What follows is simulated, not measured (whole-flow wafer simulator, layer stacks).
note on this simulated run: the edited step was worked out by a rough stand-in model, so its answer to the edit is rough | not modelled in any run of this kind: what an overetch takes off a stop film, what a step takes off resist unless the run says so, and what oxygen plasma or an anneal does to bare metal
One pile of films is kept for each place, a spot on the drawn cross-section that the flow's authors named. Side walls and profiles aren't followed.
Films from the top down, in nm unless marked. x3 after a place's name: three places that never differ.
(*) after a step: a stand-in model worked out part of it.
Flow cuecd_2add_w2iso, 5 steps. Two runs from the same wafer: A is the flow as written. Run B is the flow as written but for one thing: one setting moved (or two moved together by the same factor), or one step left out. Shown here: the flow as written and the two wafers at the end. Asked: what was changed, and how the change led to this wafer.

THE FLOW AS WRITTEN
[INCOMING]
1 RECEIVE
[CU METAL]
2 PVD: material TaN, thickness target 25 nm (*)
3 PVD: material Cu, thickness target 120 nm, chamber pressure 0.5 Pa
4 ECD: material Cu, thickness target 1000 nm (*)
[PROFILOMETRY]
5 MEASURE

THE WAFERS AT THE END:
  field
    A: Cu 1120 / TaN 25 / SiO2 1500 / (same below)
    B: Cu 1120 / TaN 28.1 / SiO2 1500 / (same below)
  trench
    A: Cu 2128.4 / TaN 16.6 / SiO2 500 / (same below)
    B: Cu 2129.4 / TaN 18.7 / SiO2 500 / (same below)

The cause: step 2, PVD: thickness target 28.1 nm was run, where the flow has thickness target 25 nm.
It can be read off the wafer: field has TaN 28.1, and step 2 as written asks for 25 nm.

How the change led to this, step by step:
  2 PVD: material TaN, thickness target 25 nm (*)
      field: A TaN +25 (new film) | B TaN +28.1 (new film)
      trench: A TaN +16.6 (new film) | B TaN +18.7 (new film)
